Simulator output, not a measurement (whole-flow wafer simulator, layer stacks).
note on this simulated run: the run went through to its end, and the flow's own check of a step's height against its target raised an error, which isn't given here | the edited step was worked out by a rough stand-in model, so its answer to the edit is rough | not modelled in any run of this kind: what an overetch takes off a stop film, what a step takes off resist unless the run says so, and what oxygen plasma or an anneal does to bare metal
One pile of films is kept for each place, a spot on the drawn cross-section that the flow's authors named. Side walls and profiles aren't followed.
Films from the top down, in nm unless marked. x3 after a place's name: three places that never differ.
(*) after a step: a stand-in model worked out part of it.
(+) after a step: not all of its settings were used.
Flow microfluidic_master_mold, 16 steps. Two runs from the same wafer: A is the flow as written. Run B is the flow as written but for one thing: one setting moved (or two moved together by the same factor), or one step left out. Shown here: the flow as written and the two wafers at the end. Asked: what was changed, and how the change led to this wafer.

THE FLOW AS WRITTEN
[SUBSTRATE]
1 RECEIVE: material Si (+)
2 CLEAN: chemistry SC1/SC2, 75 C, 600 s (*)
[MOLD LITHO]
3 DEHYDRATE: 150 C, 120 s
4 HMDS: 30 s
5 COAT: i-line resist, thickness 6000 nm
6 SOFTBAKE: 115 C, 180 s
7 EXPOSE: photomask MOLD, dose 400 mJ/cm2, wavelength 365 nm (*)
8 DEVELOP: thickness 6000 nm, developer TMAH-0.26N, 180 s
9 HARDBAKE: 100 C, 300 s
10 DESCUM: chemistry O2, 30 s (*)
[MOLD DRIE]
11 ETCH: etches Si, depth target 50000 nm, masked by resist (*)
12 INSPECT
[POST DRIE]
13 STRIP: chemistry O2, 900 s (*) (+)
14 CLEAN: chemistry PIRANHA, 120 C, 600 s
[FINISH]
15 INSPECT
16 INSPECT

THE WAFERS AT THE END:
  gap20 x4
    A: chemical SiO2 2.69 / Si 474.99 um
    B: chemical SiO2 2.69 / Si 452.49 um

The cause: step 11, ETCH: depth target 72500 nm was run, where the flow has depth target 50000 nm.

How the change led to this, step by step:
  11 ETCH: etches Si, depth target 50000 nm, masked by resist (*)
      gap20 x4: A chemical SiO2 -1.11 (all of it), Si -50 um | B chemical SiO2 -1.11 (all of it), Si -72.5 um
      ridge: A i-line resist -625 | B i-line resist -906.2
  13 STRIP: chemistry O2, 900 s (*) (+)
      ridge: A i-line resist -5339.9 (all of it), chemical SiO2 +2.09, Si -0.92 | B i-line resist -5058.7 (all of it), chemical SiO2 +2.09, Si -0.92
